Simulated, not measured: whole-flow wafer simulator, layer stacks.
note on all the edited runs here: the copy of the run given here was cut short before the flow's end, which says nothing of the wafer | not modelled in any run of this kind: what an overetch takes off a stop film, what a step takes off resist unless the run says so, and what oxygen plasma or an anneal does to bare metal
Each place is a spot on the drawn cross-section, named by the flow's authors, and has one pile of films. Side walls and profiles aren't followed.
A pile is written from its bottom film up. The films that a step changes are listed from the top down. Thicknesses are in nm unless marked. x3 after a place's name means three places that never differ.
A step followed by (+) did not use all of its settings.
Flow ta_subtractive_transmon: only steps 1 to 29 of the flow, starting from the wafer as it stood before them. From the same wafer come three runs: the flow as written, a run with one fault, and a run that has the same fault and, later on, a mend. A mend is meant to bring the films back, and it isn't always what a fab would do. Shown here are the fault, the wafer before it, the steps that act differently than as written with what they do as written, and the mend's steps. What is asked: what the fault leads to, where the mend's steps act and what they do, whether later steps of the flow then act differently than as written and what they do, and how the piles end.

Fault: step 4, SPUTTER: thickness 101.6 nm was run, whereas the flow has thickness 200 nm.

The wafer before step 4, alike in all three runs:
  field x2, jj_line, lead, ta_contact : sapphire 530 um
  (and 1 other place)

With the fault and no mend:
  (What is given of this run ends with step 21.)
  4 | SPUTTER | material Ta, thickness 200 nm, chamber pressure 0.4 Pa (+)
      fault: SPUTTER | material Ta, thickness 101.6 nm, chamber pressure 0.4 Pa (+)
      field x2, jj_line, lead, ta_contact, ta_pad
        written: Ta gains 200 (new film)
        fault: Ta gains 101.6 (new film)
  Steps later in the flow that act otherwise than as written:
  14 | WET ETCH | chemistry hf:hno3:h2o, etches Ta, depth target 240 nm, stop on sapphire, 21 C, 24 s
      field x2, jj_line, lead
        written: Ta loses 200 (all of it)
        fault: Ta loses 101.6 (all of it)
  The piles after step 21 differ from the flow's at ta_contact, ta_pad by more than 2% or 0.5 nm, whichever is larger.
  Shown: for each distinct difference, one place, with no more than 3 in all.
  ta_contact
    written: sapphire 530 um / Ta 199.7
    fault: sapphire 530 um / Ta 101.3

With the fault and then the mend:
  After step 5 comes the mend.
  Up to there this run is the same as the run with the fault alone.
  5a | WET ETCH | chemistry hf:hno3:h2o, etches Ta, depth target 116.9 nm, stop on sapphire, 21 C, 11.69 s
      field x2, jj_line, lead, ta_contact, ta_pad
        Ta loses 101.6 (all of it)
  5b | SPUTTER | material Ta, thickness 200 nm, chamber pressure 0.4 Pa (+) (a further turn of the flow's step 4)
      field x2, jj_line, lead, ta_contact, ta_pad
        Ta gains 200 (new film)
  Every later step of the flow that is run acts as written at every place that is followed.
  At every place that both follow, the piles at the end match the flow's.
